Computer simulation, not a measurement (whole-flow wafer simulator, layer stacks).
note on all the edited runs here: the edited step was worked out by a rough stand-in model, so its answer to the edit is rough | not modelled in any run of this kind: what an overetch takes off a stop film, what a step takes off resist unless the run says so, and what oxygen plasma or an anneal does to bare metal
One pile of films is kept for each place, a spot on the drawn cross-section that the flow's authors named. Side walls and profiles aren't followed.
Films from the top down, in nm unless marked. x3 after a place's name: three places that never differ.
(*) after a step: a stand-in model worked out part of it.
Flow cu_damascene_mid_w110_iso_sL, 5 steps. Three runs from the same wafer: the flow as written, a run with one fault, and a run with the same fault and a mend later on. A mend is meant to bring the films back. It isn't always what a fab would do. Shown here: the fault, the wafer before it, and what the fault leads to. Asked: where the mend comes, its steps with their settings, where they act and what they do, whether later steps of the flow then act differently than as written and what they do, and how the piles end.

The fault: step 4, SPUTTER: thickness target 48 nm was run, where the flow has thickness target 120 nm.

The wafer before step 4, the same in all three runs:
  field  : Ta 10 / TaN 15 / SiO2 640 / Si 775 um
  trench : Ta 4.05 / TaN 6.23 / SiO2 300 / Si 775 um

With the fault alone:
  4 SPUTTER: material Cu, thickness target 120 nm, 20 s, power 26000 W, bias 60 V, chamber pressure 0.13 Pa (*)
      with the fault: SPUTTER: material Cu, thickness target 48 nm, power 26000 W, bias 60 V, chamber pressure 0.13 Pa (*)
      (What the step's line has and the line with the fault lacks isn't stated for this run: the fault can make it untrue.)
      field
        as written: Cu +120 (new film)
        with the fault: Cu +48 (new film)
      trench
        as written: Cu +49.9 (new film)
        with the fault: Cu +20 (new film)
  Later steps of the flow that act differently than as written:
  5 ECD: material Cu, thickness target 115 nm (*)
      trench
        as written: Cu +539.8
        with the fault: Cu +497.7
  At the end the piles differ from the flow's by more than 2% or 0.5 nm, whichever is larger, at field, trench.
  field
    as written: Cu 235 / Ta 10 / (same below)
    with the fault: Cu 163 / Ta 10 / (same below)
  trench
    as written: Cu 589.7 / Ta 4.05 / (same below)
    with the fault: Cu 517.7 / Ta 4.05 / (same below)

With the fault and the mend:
  The mend comes after step 4.
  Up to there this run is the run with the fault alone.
  4a SPUTTER: material Cu, thickness target 72 nm, power 26000 W, bias 60 V, chamber pressure 0.13 Pa (*) (the flow's step 4 once more, with other settings)
      field
        Cu +72
      trench
        Cu +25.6
  No later step of the flow acts differently than as written, at any place that is followed, by more than 2% or 0.5 nm, whichever is larger.
  At the end the piles are the same as the flow's at every place that both follow.
